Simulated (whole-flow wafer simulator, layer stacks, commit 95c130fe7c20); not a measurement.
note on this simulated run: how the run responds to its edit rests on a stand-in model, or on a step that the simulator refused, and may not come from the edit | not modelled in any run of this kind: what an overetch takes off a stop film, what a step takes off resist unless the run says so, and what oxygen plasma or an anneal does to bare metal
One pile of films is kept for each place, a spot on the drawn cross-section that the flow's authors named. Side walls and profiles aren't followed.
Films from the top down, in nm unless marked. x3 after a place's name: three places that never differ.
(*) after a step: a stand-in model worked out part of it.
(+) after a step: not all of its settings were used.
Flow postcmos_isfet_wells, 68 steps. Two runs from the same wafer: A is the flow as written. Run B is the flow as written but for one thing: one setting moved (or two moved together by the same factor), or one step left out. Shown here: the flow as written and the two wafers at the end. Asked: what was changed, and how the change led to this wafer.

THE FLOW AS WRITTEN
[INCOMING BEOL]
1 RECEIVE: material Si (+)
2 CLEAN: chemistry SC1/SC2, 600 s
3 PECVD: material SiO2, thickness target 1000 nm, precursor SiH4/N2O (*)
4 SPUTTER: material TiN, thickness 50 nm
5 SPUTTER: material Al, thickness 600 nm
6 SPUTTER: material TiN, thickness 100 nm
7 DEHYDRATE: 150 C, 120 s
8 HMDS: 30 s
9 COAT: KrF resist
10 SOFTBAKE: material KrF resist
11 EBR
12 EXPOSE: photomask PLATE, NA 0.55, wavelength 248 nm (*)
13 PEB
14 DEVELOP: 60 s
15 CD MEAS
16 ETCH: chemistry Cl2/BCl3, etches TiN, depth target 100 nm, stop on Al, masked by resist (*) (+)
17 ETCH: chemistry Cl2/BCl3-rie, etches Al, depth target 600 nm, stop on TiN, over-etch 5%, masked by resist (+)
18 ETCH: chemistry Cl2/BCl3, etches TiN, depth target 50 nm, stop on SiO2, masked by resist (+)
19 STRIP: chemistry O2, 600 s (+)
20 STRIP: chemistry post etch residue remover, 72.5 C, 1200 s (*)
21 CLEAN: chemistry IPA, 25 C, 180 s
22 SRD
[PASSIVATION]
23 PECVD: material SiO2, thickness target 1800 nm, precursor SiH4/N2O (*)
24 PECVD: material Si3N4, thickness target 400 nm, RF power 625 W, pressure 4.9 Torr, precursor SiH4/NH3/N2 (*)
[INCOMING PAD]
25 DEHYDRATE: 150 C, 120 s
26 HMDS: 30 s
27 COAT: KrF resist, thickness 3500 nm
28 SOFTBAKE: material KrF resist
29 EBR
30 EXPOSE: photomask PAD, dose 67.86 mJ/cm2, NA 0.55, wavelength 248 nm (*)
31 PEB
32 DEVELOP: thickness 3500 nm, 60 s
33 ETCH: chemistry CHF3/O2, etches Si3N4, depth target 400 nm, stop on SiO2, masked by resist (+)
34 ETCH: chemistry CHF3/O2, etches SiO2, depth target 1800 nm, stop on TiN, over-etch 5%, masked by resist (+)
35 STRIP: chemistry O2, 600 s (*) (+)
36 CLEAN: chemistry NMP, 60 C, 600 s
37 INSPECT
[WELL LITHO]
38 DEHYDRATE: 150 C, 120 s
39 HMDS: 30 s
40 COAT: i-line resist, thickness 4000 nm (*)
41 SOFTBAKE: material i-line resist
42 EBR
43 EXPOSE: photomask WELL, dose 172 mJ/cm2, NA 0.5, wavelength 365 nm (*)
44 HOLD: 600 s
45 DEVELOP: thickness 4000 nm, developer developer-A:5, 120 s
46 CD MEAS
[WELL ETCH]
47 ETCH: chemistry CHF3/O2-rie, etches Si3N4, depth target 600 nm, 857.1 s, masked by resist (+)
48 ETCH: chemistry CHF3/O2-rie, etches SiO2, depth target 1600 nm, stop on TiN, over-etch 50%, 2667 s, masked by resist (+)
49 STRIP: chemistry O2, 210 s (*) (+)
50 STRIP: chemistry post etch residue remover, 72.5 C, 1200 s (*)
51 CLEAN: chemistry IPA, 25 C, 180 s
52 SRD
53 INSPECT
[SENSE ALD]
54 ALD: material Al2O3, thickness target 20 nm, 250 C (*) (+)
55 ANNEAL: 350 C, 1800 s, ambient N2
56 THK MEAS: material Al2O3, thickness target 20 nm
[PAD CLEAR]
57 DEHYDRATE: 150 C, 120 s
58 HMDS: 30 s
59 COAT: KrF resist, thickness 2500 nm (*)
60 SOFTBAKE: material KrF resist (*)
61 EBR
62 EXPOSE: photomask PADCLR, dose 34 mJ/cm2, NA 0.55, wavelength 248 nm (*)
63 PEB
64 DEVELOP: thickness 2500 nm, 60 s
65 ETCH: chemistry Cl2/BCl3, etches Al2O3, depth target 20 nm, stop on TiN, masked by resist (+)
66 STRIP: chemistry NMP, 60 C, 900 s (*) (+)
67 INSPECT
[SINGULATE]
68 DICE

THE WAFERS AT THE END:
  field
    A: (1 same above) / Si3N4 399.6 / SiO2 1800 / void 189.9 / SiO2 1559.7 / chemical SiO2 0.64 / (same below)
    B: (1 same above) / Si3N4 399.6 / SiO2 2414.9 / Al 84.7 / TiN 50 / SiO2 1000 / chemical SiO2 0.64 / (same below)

The cause: step 17, ETCH: depth target 459.6 nm was run, where the flow has depth target 600 nm.

How the change led to this, step by step:
  17 ETCH: chemistry Cl2/BCl3-rie, etches Al, depth target 600 nm, stop on TiN, over-etch 5%, masked by resist (+)
      field: A Al -600 (all of it) | B Al -459.6
      margin, well900, well1300, well2000, well3000, pad_rim, pad_clr, pad_open: A KrF resist -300 | B KrF resist -229.8
  18 ETCH: chemistry Cl2/BCl3, etches TiN, depth target 50 nm, stop on SiO2, masked by resist (+)
      field: A TiN -50 (all of it) | B Al -50
  19 STRIP: chemistry O2, 600 s (+)
      margin, well900, well1300, well2000, well3000, pad_rim, pad_clr, pad_open: A KrF resist -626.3 (all of it) | B KrF resist -696.5 (all of it)
  20 STRIP: chemistry post etch residue remover, 72.5 C, 1200 s (*)
      field: A nothing | B Al -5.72
  23 PECVD: material SiO2, thickness target 1800 nm, precursor SiH4/N2O (*)
      field: A SiO2 +1800 (new film), void +189.9 (new film), SiO2 +559.7 | B SiO2 +2414.9 (new film)
Counting metal films that touch as one body, field has 1 body; the flow as written gives 0 bodies.
